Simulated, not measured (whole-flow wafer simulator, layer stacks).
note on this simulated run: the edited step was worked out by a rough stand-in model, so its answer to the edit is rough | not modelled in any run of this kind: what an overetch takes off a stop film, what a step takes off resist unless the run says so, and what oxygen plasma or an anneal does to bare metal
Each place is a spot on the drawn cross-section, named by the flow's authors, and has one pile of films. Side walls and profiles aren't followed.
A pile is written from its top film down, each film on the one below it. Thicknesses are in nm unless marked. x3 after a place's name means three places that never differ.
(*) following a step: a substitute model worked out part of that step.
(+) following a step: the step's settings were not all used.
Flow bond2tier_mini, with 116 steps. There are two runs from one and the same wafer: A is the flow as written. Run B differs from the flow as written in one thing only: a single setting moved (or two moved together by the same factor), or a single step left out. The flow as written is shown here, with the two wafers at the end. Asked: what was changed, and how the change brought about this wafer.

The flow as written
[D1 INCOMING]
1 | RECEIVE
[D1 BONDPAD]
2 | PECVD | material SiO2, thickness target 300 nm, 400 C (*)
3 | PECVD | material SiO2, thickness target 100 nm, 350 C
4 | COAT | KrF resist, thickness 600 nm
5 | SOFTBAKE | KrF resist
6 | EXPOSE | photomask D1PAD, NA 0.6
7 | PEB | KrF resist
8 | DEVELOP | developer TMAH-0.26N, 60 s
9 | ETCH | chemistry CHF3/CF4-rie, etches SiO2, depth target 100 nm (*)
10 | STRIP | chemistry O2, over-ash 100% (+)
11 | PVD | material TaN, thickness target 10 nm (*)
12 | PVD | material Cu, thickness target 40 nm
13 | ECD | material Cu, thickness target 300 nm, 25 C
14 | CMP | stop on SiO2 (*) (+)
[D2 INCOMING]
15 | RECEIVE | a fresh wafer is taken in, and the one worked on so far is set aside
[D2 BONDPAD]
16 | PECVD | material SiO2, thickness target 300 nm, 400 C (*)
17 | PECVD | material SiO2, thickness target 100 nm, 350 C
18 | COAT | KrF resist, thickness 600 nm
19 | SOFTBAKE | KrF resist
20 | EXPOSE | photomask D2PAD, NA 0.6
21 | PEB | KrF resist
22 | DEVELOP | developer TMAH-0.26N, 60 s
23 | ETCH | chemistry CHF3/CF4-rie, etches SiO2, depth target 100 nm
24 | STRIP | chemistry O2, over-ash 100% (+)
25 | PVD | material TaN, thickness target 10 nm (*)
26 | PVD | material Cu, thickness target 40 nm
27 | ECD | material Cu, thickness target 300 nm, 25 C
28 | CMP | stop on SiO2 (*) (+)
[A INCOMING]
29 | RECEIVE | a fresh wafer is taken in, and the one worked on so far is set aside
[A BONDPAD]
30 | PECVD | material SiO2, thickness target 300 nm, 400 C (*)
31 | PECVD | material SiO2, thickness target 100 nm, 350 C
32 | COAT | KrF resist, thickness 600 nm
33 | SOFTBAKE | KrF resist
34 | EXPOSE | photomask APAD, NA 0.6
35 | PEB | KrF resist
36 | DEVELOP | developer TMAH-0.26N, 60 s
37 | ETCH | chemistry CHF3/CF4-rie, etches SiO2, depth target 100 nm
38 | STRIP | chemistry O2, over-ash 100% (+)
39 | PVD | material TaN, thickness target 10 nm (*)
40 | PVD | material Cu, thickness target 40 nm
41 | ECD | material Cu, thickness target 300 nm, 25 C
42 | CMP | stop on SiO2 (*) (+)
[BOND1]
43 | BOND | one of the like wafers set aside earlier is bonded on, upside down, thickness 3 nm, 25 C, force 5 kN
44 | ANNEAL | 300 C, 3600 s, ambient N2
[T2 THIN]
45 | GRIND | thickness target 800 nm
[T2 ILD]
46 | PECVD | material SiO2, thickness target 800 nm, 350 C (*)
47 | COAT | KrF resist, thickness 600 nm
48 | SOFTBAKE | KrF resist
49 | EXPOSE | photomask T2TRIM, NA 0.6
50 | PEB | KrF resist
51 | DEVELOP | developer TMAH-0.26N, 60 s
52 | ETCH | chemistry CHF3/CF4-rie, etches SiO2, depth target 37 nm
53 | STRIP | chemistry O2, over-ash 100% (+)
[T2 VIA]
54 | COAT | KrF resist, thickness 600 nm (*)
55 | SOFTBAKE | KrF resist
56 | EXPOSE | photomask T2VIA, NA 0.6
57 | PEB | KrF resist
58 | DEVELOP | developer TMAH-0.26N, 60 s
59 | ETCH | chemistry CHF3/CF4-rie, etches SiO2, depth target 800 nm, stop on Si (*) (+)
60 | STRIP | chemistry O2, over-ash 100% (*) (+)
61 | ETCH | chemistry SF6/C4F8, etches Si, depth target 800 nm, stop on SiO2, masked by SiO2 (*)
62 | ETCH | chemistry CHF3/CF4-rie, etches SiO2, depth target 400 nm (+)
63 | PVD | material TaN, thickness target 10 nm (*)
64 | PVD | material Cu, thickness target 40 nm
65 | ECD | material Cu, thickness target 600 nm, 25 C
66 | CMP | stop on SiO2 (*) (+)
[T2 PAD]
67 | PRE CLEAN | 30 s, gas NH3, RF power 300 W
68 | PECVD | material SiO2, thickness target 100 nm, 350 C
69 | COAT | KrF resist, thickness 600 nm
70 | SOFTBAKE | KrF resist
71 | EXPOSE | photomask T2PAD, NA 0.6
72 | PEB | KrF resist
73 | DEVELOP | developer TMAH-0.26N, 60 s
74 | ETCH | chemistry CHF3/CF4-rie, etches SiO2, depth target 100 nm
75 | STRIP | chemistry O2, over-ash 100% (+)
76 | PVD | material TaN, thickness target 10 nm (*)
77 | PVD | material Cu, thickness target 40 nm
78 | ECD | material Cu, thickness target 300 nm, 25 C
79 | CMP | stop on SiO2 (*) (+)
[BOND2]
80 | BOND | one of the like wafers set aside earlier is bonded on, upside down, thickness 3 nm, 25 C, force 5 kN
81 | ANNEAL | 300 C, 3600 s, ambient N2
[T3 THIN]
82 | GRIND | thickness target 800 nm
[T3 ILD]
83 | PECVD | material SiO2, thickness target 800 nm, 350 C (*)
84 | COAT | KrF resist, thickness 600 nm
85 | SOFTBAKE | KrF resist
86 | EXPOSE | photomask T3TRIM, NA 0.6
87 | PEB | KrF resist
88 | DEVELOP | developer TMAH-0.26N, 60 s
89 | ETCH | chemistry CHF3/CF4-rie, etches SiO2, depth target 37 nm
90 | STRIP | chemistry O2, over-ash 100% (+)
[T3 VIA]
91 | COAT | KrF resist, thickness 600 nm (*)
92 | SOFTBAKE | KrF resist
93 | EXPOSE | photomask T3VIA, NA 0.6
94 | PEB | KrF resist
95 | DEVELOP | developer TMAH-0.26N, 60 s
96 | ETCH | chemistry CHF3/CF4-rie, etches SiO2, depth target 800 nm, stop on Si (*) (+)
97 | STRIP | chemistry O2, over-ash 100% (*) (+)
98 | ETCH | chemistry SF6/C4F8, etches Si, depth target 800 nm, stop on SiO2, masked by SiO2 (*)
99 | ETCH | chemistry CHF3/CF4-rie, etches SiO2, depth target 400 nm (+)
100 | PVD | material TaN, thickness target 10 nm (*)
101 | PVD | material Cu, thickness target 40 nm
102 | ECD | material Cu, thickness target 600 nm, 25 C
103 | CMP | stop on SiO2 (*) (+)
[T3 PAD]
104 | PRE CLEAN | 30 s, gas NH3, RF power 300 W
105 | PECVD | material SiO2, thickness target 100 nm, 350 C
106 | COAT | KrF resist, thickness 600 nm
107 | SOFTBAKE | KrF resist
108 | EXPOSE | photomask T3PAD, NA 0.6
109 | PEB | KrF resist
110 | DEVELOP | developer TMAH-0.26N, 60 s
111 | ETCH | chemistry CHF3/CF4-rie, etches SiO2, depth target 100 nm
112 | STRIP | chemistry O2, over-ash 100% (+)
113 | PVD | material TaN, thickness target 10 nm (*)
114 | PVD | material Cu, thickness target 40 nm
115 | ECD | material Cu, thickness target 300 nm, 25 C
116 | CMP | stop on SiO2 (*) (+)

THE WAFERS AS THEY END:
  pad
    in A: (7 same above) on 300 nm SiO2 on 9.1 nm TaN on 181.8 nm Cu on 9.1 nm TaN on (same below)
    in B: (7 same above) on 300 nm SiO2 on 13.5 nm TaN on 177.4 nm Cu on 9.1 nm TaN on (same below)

The reason: step 25, PVD: thickness target 14.8 nm was run, while the flow as written has thickness target 10 nm.

How this came from the change, step by step:
  25 | PVD | material TaN, thickness target 10 nm (*)
      field: A +10 TaN (new film) | B +14.8 TaN (new film)
      pad: A +9.1 TaN (new film) | B +13.5 TaN (new film)
      (also at 1 further place)
  28 | CMP | stop on SiO2 (*) (+)
      field: A -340 Cu (all of it), -10 TaN (all of it) | B -340 Cu (all of it), -14.8 TaN (all of it)
  80 | BOND | one of the like wafers set aside earlier is bonded on, upside down, thickness 3 nm, 25 C, force 5 kN
      pad: A +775 um Si (new film), +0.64 chemical SiO2 (new film), +300 SiO2 (new film), +9.1 TaN (new film), +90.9 Cu | B +775 um Si (new film), +0.64 chemical SiO2 (new film), +300 SiO2 (new film), +13.5 TaN (new film), +86.5 Cu
